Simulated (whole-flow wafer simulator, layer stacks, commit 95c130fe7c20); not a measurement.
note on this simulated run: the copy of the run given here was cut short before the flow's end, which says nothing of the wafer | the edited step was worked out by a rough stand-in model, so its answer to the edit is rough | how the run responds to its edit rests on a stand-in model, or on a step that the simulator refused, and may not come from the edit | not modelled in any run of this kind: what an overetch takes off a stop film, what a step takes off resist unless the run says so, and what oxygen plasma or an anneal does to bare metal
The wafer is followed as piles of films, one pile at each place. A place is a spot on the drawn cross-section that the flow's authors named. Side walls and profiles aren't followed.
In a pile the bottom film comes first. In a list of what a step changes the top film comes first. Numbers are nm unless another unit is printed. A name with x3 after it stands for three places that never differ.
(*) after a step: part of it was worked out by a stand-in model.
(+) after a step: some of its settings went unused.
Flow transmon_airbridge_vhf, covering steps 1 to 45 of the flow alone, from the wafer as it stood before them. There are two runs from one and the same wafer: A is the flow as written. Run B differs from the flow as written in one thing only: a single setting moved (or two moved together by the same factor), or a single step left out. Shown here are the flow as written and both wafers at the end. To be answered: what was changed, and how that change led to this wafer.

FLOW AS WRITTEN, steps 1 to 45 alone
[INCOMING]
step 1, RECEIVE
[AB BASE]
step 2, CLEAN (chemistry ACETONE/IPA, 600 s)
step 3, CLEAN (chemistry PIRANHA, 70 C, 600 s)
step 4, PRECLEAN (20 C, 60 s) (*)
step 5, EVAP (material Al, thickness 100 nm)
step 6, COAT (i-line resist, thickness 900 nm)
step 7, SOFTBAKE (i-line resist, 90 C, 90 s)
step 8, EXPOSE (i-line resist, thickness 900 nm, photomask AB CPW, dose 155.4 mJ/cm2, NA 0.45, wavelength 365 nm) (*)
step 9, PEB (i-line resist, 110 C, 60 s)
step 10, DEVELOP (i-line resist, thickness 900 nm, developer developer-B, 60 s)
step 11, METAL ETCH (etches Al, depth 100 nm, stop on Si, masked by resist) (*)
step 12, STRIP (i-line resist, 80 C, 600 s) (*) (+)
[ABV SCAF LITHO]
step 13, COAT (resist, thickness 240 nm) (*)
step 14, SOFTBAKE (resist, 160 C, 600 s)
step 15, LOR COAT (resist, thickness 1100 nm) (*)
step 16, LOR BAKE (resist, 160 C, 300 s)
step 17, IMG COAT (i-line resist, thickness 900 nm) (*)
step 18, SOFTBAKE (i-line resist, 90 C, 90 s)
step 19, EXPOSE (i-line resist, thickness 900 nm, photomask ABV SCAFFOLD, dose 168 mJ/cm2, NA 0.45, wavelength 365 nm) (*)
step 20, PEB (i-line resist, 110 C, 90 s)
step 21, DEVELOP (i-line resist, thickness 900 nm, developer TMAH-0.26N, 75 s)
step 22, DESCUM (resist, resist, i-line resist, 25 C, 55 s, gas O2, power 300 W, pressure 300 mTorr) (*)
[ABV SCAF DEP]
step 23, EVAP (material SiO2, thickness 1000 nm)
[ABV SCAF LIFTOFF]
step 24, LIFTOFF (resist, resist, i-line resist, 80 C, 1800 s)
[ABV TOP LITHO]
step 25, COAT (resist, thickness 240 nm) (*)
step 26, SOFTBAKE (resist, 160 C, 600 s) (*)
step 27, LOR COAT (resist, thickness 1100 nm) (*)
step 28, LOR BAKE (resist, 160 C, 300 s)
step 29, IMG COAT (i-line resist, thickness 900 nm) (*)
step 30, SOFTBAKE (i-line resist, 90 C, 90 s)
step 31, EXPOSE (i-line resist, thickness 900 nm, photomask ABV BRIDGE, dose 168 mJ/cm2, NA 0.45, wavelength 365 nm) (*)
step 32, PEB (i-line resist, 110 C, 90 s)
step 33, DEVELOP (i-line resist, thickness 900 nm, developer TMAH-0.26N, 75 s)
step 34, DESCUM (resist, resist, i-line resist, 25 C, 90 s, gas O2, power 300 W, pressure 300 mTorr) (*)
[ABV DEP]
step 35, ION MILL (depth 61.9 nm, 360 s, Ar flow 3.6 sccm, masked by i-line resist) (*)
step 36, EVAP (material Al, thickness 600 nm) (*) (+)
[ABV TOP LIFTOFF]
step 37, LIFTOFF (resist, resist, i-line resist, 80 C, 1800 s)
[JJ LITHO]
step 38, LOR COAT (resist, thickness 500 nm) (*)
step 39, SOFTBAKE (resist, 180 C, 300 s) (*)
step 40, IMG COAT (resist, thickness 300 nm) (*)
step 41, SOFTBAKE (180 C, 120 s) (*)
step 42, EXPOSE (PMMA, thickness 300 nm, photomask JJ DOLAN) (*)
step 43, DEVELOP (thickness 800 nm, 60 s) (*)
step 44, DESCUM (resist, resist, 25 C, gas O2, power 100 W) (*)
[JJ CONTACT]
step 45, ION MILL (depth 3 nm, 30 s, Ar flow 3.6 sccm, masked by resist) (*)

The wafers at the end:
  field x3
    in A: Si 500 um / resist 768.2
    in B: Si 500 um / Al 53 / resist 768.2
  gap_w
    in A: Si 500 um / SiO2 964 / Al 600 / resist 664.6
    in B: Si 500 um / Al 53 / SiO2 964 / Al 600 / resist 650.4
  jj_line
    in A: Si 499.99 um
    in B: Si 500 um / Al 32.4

The reason: step 11, METAL ETCH: depth 47 nm was run, whereas the flow has depth 100 nm.

The path from the change to this, step by step:
  step 11, METAL ETCH (etches Al, depth 100 nm, stop on Si, masked by resist) (*)
      field x3, jj_line, gap_w, gap_e: A -100 Al (all of it) | B -47 Al
      ground_far, pad_w, flank_w and 8 more: A -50 i-line resist | B -23.5 i-line resist
  step 12, STRIP (i-line resist, 80 C, 600 s) (*) (+)
      ground_far, pad_w, flank_w and 8 more: A -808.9 i-line resist (all of it) | B -835.4 i-line resist (all of it)
  step 13, COAT (resist, thickness 240 nm) (*)
      flank_w, flank_e: A +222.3 resist (new film) | B +230.8 resist (new film)
      gap_w, gap_e: A +251.7 resist (new film) | B +246 resist (new film)
  step 22, DESCUM (resist, resist, i-line resist, 25 C, 55 s, gas O2, power 300 W, pressure 300 mTorr) (*)
      flank_w, flank_e: A -222.3 resist (all of it) | B -230.8 resist (all of it)
      gap_w, gap_e: A -251.7 resist (all of it) | B -246 resist (all of it)
  step 25, COAT (resist, thickness 240 nm) (*)
      flank_w, flank_e: A +152.6 resist (new film) | B +159.1 resist (new film)
      gap_w, gap_e: A +210.7 resist (new film) | B +205 resist (new film)
  step 29, IMG COAT (i-line resist, thickness 900 nm) (*)
      gap_w, gap_e: A +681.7 i-line resist (new film) | B +667.8 i-line resist (new film)
  step 32, PEB (i-line resist, 110 C, 90 s)
      gap_w, gap_e: A -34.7 i-line resist | B -34 i-line resist
  step 33, DEVELOP (i-line resist, thickness 900 nm, developer TMAH-0.26N, 75 s)
      gap_w, gap_e: A -646.9 i-line resist (all of it), -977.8 resist | B -633.8 i-line resist (all of it), -962.7 resist
  step 34, DESCUM (resist, resist, i-line resist, 25 C, 90 s, gas O2, power 300 W, pressure 300 mTorr) (*)
      flank_w, flank_e: A -152.6 resist (all of it) | B -159.1 resist (all of it)
      gap_w, gap_e: A -210.7 resist (all of it) | B -205 resist (all of it)
  step 38, LOR COAT (resist, thickness 500 nm) (*)
      gap_w, gap_e: A +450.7 resist (new film) | B +441.5 resist (new film)
  step 40, IMG COAT (resist, thickness 300 nm) (*)
      flank_w, flank_e: A +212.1 resist | B +219.6 resist
      gap_w, gap_e: A +245.7 resist | B +240.7 resist
  step 45, ION MILL (depth 3 nm, 30 s, Ar flow 3.6 sccm, masked by resist) (*)
      jj_line: A -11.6 Si | B -20.6 Al
If metal films that touch count as one body, field x3 has 1 body; the flow as written gives 0 bodies.
If metal films that touch count as one body, gap_w has 2 bodies (between them, from the top down: SiO2 964); the flow as written gives 1 body.
If metal films that touch count as one body, jj_line has 1 body; the flow as written gives 0 bodies.
